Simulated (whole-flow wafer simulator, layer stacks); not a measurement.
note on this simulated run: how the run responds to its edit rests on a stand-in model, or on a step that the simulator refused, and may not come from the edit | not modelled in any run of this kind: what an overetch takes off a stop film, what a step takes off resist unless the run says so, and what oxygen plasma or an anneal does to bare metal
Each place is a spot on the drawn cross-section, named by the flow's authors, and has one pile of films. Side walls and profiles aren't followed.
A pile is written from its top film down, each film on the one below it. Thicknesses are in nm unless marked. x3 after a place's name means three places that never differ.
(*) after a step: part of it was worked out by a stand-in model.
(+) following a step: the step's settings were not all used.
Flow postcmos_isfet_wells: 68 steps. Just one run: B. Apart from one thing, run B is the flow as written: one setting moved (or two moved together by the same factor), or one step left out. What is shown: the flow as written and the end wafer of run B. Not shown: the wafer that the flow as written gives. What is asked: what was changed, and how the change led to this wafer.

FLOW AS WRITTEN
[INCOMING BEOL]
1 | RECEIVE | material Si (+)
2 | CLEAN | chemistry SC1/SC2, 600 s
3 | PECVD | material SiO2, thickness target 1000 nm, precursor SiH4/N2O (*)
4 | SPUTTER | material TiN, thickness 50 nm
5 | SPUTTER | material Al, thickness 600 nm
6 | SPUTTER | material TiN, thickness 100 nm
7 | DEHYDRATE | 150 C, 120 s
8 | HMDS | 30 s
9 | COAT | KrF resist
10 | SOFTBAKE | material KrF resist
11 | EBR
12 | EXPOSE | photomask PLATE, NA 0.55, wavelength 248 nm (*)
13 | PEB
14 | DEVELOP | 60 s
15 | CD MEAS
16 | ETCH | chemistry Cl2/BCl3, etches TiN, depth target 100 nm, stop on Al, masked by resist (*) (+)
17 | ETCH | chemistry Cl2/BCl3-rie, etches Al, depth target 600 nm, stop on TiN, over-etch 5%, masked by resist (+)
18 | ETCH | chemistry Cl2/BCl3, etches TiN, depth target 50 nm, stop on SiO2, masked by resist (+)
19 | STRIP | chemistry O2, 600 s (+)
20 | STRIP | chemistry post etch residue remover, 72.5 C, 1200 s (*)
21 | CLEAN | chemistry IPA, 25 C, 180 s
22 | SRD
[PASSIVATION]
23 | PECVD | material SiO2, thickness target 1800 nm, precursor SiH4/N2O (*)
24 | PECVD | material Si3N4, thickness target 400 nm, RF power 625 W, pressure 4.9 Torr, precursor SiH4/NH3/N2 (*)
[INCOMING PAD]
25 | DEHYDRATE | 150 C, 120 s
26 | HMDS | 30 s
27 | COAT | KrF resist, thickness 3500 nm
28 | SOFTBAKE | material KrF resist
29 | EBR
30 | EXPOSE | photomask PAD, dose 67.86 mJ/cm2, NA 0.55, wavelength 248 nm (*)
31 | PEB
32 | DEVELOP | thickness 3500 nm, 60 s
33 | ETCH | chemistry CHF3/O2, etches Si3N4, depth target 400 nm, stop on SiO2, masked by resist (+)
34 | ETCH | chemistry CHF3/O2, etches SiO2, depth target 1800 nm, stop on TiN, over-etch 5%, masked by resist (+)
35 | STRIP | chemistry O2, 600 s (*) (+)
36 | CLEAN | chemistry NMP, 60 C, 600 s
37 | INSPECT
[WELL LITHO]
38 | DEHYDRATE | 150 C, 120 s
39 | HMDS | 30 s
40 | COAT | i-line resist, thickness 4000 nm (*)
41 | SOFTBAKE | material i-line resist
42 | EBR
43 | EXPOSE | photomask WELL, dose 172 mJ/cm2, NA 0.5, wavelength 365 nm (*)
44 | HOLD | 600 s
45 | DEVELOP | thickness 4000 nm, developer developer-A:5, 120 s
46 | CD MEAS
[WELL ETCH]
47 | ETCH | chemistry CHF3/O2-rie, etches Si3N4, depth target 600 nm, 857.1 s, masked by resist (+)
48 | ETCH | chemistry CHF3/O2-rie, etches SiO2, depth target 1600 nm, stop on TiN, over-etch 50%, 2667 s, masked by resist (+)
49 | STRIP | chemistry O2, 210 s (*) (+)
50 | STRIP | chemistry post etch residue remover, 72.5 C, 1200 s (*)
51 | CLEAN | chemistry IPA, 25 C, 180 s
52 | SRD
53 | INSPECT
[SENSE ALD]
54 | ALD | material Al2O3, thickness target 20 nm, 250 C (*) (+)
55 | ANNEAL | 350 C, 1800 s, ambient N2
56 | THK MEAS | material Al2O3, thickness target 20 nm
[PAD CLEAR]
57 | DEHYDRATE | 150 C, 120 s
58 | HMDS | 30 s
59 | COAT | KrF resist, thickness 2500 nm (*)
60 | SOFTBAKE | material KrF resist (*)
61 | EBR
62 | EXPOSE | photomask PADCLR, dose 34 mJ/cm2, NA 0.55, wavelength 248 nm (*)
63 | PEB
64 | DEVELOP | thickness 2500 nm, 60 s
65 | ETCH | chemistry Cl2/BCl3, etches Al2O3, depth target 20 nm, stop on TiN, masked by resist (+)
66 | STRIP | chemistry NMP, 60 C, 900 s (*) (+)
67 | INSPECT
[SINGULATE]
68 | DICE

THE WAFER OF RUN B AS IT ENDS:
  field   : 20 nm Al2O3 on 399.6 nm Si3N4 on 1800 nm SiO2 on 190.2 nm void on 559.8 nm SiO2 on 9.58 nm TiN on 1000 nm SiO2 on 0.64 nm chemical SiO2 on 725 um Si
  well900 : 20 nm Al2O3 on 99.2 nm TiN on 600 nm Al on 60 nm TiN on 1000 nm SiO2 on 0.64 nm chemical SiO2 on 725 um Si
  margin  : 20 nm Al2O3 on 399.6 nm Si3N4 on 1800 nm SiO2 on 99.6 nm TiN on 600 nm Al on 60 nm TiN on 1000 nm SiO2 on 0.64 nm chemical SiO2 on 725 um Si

What caused this: step 4, SPUTTER: thickness 60 nm was run, though the flow has thickness 50 nm.
The wafer lets one read it off: well900 has TiN 60, and step 4 as written asks for 50 nm.

How this came from the change, step by step:
  4 | SPUTTER | material TiN, thickness 50 nm
      field, margin, well900 and 6 more: +60 TiN (new film) (as written it would have been: +50 TiN (new film))
  18 | ETCH | chemistry Cl2/BCl3, etches TiN, depth target 50 nm, stop on SiO2, masked by resist (+)
      field: -50 TiN (as written it would have been: -50 TiN (all of it))
  23 | PECVD | material SiO2, thickness target 1800 nm, precursor SiH4/N2O (*)
      field: +1800 SiO2 (new film), +190.2 void (new film), +559.8 SiO2 (new film) (as written it would have been: +1800 SiO2 (new film), +189.9 void (new film), +559.7 SiO2)
With metal films that touch counted as one body, field has 1 body; the flow as written gives 0 bodies.
